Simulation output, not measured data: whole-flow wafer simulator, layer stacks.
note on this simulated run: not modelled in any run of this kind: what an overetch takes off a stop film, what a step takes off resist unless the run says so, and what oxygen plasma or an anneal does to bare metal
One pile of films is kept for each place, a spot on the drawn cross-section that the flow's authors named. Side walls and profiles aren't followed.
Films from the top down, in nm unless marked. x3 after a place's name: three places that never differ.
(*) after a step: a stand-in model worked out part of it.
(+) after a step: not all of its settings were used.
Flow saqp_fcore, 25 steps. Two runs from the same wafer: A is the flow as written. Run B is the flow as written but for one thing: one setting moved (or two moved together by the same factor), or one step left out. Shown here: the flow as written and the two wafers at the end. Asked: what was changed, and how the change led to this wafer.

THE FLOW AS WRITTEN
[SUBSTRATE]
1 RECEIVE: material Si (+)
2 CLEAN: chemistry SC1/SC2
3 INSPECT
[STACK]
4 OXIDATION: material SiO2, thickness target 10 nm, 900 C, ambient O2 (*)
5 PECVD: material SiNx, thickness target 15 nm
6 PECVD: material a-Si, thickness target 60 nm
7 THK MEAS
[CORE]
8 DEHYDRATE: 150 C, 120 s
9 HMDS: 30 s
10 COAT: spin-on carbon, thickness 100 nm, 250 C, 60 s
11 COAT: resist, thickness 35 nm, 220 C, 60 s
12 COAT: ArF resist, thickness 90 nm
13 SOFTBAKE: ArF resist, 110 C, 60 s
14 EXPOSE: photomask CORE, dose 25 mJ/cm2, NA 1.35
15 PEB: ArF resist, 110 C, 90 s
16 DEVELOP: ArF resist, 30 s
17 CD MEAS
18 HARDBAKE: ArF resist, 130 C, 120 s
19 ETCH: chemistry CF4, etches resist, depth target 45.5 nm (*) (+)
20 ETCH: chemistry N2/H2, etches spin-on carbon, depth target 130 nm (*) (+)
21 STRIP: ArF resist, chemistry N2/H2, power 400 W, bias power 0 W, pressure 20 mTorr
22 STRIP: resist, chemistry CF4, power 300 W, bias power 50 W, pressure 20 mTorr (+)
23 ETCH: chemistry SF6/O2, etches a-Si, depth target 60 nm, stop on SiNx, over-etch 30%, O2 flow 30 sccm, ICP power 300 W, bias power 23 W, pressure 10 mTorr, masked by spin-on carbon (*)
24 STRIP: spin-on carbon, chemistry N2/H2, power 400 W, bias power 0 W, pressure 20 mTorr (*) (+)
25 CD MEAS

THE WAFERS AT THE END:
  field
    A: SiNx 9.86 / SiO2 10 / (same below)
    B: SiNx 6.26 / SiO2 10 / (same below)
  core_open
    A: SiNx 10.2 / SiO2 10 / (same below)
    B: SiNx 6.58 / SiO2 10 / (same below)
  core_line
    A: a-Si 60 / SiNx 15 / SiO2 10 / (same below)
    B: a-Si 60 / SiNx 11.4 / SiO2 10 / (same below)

The cause: step 5, PECVD: thickness target 11.4 nm was run, where the flow has thickness target 15 nm.
It can be read off the wafer: core_line has SiNx 11.4, and step 5 as written asks for 15 nm.

How the change led to this, step by step:
  5 PECVD: material SiNx, thickness target 15 nm
      field, core_open, core_line: A SiNx +15 (new film) | B SiNx +11.4 (new film)
